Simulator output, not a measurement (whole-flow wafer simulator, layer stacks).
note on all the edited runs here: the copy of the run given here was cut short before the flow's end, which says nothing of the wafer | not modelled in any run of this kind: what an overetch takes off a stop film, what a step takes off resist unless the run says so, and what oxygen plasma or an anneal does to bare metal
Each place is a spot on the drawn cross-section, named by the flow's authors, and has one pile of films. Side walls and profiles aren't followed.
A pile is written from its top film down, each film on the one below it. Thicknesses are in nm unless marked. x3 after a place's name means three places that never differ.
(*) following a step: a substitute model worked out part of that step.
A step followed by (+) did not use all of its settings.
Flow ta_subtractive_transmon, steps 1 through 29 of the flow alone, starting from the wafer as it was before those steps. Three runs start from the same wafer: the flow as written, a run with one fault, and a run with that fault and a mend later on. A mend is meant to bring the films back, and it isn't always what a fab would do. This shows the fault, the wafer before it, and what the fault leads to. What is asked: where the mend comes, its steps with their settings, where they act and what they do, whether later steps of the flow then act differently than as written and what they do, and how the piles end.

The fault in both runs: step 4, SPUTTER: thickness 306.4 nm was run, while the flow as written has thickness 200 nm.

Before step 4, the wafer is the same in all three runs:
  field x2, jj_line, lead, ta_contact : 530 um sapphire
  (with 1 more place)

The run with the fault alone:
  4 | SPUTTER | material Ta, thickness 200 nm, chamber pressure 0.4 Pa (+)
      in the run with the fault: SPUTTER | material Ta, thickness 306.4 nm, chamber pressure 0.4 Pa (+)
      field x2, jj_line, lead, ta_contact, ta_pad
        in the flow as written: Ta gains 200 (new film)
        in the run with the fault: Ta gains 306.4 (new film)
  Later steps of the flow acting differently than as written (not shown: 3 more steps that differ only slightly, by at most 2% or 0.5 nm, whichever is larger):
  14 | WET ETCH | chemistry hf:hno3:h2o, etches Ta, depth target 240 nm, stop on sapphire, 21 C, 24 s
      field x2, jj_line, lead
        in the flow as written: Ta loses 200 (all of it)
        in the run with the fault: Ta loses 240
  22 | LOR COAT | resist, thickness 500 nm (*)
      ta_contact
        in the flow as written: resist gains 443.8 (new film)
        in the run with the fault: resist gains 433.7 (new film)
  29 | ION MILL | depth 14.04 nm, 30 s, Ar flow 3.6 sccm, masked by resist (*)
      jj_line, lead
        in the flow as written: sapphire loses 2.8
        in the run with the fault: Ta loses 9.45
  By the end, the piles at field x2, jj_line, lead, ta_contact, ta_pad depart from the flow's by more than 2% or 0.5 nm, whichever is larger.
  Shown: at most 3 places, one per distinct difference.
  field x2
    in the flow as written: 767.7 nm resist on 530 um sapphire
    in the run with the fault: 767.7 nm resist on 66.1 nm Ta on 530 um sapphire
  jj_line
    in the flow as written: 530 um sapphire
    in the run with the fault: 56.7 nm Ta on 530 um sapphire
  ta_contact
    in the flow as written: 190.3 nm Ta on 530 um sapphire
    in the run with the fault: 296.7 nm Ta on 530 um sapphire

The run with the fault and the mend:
  The mend stands after step 5.
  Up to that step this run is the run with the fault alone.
  5a | WET ETCH | chemistry hf:hno3:h2o, etches Ta, depth target 106.4 nm, stop on sapphire, 21 C, 10.64 s
      field x2, jj_line, lead, ta_contact, ta_pad
        Ta loses 106.4
  Every later step of the flow that is run acts as written at every place that is followed.
  By the end, the piles equal the flow's at every place that both follow.
